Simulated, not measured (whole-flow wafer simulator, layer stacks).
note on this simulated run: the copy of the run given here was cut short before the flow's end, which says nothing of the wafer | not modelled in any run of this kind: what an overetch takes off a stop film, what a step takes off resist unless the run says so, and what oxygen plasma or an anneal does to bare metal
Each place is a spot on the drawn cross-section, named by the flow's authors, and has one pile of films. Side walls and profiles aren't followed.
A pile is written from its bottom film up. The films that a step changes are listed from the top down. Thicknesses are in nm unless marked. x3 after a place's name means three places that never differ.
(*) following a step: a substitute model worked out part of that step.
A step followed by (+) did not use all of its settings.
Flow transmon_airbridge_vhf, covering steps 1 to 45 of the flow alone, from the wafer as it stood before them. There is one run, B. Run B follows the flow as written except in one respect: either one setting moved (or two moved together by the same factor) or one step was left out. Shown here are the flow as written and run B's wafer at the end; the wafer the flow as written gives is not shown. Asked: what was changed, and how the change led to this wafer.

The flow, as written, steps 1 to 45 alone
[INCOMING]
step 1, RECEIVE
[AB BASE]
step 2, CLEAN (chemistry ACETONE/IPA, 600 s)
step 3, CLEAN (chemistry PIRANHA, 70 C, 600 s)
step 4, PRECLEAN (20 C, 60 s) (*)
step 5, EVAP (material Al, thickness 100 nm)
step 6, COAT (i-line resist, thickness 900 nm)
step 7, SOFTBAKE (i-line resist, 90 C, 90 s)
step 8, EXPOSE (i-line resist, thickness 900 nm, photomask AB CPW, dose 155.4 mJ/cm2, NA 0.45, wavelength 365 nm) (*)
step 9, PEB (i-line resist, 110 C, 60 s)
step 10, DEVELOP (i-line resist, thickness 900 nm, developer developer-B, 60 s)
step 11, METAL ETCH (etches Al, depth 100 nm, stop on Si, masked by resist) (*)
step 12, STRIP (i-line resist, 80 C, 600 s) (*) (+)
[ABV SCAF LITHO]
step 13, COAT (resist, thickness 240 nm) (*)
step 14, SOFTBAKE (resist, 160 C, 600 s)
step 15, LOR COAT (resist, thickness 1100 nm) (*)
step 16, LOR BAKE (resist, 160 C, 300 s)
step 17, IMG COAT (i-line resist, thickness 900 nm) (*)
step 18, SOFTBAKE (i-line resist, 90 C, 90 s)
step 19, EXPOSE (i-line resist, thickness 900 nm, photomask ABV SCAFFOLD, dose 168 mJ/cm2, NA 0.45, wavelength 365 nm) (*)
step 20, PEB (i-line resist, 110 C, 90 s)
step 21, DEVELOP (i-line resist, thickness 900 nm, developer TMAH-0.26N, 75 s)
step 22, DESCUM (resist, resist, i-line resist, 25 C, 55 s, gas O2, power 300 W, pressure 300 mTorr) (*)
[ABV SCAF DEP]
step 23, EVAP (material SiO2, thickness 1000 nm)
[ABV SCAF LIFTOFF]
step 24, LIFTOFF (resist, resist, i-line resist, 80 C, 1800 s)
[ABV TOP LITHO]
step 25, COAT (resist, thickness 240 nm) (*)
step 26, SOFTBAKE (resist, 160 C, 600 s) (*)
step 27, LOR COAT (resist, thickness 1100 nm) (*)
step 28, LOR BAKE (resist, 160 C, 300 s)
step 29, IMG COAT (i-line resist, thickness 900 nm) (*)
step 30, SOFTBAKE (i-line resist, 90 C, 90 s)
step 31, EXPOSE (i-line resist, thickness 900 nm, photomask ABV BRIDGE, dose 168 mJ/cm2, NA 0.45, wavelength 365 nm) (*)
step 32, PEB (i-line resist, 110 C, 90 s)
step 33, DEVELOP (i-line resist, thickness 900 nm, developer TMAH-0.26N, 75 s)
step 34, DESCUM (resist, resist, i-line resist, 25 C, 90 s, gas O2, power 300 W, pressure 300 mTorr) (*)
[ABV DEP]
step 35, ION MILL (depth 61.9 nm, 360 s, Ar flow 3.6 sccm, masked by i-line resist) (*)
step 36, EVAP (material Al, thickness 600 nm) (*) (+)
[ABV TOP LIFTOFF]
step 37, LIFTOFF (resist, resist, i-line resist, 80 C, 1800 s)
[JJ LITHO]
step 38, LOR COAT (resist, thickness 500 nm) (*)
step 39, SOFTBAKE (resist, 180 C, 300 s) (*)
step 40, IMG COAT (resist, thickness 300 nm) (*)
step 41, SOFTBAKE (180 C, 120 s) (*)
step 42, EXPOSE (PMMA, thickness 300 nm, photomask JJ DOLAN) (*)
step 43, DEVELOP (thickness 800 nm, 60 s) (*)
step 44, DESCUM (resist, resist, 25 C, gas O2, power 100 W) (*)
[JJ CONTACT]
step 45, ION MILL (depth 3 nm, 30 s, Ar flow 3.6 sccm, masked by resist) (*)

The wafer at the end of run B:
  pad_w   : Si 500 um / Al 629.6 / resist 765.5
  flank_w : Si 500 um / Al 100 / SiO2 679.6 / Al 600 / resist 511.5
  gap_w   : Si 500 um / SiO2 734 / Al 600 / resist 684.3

The reason: step 23, EVAP: thickness 770 nm was run, while the flow as written has thickness 1000 nm.

The path from the change to this, step by step:
  step 23, EVAP (material SiO2, thickness 1000 nm)
      field x3, jj_line, ground_far and 10 more: SiO2 gains 770 (new film) (in the flow as written it would be: SiO2 gains 1000 (new film))
      flank_w, flank_e: SiO2 gains 715.6 (new film) (in the flow as written it would be: SiO2 gains 929.3 (new film))
  step 24, LIFTOFF (resist, resist, i-line resist, 80 C, 1800 s)
      field x3, jj_line, trace_open_s x2: SiO2 loses 770 (all of it), i-line resist loses 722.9 (all of it), resist loses 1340 (all of it) (in the flow as written it would be: SiO2 loses 1000 (all of it), i-line resist loses 722.9 (all of it), resist loses 1340 (all of it))
      pad_w, pad_e: SiO2 loses 770 (all of it), i-line resist loses 718 (all of it), resist loses 1330.2 (all of it) (in the flow as written it would be: SiO2 loses 1000 (all of it), i-line resist loses 718 (all of it), resist loses 1330.2 (all of it))
      (also at 1 further place)
  step 25, COAT (resist, thickness 240 nm) (*)
      flank_w, flank_e: resist gains 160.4 (new film) (in the flow as written it would be: resist gains 152.6 (new film))
      gap_w, gap_e: resist gains 220.6 (new film) (in the flow as written it would be: resist gains 210.7 (new film))
      (also at 6 further places)
  step 27, LOR COAT (resist, thickness 1100 nm) (*)
      gap_w, gap_e: resist gains 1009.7 (in the flow as written it would be: resist gains 977.8)
      margin_s, margin_n: resist gains 879.2 (in the flow as written it would be: resist gains 823.4)
      (also at 6 further places)
  step 29, IMG COAT (i-line resist, thickness 900 nm) (*)
      gap_w, gap_e: i-line resist gains 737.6 (new film) (in the flow as written it would be: i-line resist gains 681.7 (new film))
      margin_s, margin_n: i-line resist gains 676 (new film) (in the flow as written it would be: i-line resist gains 603.2 (new film))
      (also at 7 further places)
  step 32, PEB (i-line resist, 110 C, 90 s)
      pad_w, pad_e: i-line resist loses 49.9 (in the flow as written it would be: i-line resist loses 51)
      flank_w, flank_e: i-line resist loses 40.6 (in the flow as written it would be: i-line resist loses 38.3)
      (also at 7 further places)
  step 33, DEVELOP (i-line resist, thickness 900 nm, developer TMAH-0.26N, 75 s)
      gap_w, gap_e: i-line resist loses 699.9 (all of it), resist loses 1009.7 (in the flow as written it would be: i-line resist loses 646.9 (all of it), resist loses 977.8)
      pad_w: i-line resist loses 917.7 (all of it), resist loses 1211.9 (in the flow as written it would be: i-line resist loses 937.2 (all of it), resist loses 1247.8)
      (also at 5 further places)
  step 34, DESCUM (resist, resist, i-line resist, 25 C, 90 s, gas O2, power 300 W, pressure 300 mTorr) (*)
      flank_w, flank_e: resist loses 160.4 (all of it) (in the flow as written it would be: resist loses 152.6 (all of it))
      gap_w, gap_e: resist loses 220.6 (all of it) (in the flow as written it would be: resist loses 210.7 (all of it))
      (also at 4 further places)
  step 37, LIFTOFF (resist, resist, i-line resist, 80 C, 1800 s)
      margin_s, margin_n: Al loses 600 (all of it), i-line resist loses 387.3 (all of it), resist loses 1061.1 (all of it) (in the flow as written it would be: Al loses 600 (all of it), i-line resist loses 318.3 (all of it), resist loses 992 (all of it))
      ground_far: Al loses 600 (all of it), i-line resist loses 689.2 (all of it), resist loses 1377.1 (all of it) (in the flow as written it would be: Al loses 600 (all of it), i-line resist loses 717.9 (all of it), resist loses 1384.9 (all of it))
  step 38, LOR COAT (resist, thickness 500 nm) (*)
      pad_w, pad_e: resist gains 503.5 (new film) (in the flow as written it would be: resist gains 517 (new film))
      flank_w, flank_e: resist gains 323.8 (new film) (in the flow as written it would be: resist gains 306.5 (new film))
      (also at 6 further places)
  step 40, IMG COAT (resist, thickness 300 nm) (*)
      pad_w, pad_e: resist gains 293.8 (in the flow as written it would be: resist gains 300.1)
      flank_w, flank_e: resist gains 219.5 (in the flow as written it would be: resist gains 212.1)
      (also at 6 further places)
